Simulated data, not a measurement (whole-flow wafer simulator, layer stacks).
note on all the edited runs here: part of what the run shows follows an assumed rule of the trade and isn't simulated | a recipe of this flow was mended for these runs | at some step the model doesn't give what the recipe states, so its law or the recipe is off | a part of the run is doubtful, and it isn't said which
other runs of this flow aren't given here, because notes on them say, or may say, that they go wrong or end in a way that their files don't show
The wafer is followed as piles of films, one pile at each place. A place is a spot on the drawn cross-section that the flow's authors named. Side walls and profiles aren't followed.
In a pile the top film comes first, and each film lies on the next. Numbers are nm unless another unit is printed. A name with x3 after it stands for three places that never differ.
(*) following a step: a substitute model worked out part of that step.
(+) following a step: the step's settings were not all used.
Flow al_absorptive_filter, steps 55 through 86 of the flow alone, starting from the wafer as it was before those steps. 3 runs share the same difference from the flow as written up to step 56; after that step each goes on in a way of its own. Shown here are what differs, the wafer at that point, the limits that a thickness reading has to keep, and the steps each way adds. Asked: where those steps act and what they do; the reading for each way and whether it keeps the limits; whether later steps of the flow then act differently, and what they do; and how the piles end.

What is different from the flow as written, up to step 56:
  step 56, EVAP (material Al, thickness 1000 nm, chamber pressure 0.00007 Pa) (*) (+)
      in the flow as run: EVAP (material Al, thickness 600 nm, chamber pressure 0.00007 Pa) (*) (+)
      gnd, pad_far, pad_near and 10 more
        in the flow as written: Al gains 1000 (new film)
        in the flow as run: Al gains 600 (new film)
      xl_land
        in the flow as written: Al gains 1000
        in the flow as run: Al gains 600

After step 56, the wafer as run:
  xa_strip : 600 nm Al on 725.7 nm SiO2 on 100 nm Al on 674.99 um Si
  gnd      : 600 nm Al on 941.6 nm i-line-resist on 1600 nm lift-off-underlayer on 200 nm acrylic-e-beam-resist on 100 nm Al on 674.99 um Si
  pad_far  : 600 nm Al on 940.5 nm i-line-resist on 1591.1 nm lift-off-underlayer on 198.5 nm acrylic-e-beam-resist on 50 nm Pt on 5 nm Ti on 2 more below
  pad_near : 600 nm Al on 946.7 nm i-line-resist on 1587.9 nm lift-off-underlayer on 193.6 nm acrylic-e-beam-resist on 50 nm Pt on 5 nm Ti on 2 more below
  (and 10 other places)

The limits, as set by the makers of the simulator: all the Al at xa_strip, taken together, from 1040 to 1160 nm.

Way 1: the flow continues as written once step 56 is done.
  After step 56, the reading is 700 nm, outside the limits.
  Steps later in the flow that act otherwise than as written:
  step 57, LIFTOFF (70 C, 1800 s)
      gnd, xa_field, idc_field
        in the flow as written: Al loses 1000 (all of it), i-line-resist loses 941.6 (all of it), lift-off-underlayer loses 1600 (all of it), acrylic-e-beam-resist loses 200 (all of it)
        going this way: Al loses 600 (all of it), i-line-resist loses 941.6 (all of it), lift-off-underlayer loses 1600 (all of it), acrylic-e-beam-resist loses 200 (all of it)
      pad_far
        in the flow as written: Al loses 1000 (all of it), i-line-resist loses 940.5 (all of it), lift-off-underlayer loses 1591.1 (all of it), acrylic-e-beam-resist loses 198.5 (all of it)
        going this way: Al loses 600 (all of it), i-line-resist loses 940.5 (all of it), lift-off-underlayer loses 1591.1 (all of it), acrylic-e-beam-resist loses 198.5 (all of it)
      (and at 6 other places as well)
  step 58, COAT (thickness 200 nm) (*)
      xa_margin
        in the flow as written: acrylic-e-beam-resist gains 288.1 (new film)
        going this way: acrylic-e-beam-resist gains 212.5 (new film)
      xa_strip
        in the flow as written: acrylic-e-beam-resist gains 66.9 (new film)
        going this way: acrylic-e-beam-resist gains 88.2 (new film)
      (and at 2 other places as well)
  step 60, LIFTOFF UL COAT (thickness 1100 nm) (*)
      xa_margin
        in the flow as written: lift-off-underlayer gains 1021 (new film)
        going this way: lift-off-underlayer gains 900.3 (new film)
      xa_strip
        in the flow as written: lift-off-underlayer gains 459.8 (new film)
        going this way: lift-off-underlayer gains 572.7 (new film)
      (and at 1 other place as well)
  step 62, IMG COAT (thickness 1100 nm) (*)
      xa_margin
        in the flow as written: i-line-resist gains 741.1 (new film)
        going this way: i-line-resist gains 845.4 (new film)
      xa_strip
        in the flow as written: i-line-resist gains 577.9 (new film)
        going this way: i-line-resist gains 732.2 (new film)
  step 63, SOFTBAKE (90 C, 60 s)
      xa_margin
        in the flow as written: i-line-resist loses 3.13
        going this way: i-line-resist loses 2.2
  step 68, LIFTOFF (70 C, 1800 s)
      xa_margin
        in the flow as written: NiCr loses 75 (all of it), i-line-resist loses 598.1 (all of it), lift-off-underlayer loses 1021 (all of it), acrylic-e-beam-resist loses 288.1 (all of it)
        going this way: NiCr loses 75 (all of it), i-line-resist loses 703.3 (all of it), lift-off-underlayer loses 900.3 (all of it), acrylic-e-beam-resist loses 212.5 (all of it)
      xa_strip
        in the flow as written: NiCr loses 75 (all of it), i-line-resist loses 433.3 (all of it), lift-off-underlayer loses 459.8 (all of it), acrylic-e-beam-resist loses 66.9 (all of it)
        going this way: NiCr loses 75 (all of it), i-line-resist loses 587.9 (all of it), lift-off-underlayer loses 572.7 (all of it), acrylic-e-beam-resist loses 88.2 (all of it)
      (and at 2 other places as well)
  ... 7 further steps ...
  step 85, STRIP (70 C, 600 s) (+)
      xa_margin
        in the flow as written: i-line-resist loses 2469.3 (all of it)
        going this way: i-line-resist loses 2417 (all of it)
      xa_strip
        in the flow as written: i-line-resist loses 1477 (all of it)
        going this way: i-line-resist loses 1821.3 (all of it)
  At xa_strip, xl_land, xl_gap, xl_turn, the piles at the end differ from the flow's by more than 2% or 0.5 nm, whichever is larger.
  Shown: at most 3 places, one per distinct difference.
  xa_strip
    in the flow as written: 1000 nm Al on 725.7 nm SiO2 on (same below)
    going this way: 600 nm Al on 725.7 nm SiO2 on (same below)
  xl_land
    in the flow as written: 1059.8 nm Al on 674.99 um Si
    going this way: 659.8 nm Al on 674.99 um Si

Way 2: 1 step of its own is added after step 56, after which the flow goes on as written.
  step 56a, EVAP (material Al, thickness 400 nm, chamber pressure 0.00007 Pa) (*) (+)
      gnd, pad_far, pad_near and 11 more
        Al gains 400
  After step 56a, the reading is 1100 nm, within the limits.
  Steps later in the flow that act otherwise than as written (not shown: 8 more steps that differ only slightly, by at most 2% or 0.5 nm, whichever is larger):
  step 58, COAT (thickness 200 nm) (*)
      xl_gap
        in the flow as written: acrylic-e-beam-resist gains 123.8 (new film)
        going this way: acrylic-e-beam-resist gains 106 (new film)
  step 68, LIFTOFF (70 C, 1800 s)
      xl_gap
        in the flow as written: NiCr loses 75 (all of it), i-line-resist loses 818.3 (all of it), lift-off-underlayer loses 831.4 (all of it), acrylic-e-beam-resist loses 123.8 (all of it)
        going this way: NiCr loses 75 (all of it), i-line-resist loses 820.1 (all of it), lift-off-underlayer loses 843.2 (all of it), acrylic-e-beam-resist loses 106 (all of it)
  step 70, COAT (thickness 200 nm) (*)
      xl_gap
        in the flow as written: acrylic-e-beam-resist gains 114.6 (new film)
        going this way: acrylic-e-beam-resist gains 104 (new film)
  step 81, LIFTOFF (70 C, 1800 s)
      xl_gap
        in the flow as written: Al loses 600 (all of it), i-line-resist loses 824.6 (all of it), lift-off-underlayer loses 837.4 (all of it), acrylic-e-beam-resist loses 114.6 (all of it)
        going this way: Al loses 600 (all of it), i-line-resist loses 826.5 (all of it), lift-off-underlayer loses 843.6 (all of it), acrylic-e-beam-resist loses 104 (all of it)
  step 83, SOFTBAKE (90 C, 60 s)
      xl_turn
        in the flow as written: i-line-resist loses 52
        going this way: i-line-resist loses 49.9
  At every place that both follow, the piles at the end match the flow's.

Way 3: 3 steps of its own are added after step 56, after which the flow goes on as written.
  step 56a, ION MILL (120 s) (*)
      gnd, pad_far, pad_near and 10 more
        Al loses 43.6
      xa_strip
        Al loses 24.5
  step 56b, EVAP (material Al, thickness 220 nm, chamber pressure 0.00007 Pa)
      gnd, pad_far, pad_near and 11 more
        Al gains 220
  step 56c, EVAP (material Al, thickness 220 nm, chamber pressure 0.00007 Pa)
      gnd, pad_far, pad_near and 11 more
        Al gains 220
  After step 56c, the reading is 1115.5 nm, within the limits.
  Steps later in the flow that act otherwise than as written (not shown: 11 more steps that differ only slightly, by at most 2% or 0.5 nm, whichever is larger):
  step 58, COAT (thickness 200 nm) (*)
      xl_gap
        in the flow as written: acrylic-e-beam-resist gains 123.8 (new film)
        going this way: acrylic-e-beam-resist gains 113.2 (new film)
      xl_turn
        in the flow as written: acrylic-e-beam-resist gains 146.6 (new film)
        going this way: acrylic-e-beam-resist gains 143 (new film)
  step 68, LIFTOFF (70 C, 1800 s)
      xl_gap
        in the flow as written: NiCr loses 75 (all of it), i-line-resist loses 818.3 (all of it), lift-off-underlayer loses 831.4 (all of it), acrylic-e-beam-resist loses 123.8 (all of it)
        going this way: NiCr loses 75 (all of it), i-line-resist loses 818.9 (all of it), lift-off-underlayer loses 836.4 (all of it), acrylic-e-beam-resist loses 113.2 (all of it)
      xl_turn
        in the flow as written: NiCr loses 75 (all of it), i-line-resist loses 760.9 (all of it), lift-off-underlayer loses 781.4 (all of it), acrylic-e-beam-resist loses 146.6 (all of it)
        going this way: NiCr loses 75 (all of it), i-line-resist loses 761.2 (all of it), lift-off-underlayer loses 779.6 (all of it), acrylic-e-beam-resist loses 143 (all of it)
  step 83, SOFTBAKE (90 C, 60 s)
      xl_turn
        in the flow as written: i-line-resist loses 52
        going this way: i-line-resist loses 49.9
  At the end the piles are close to the flow's at the places that both follow, differing by at most 2% or 0.5 nm, whichever is larger.

Inside the limits: way 2, way 3. Outside the limits: way 1.
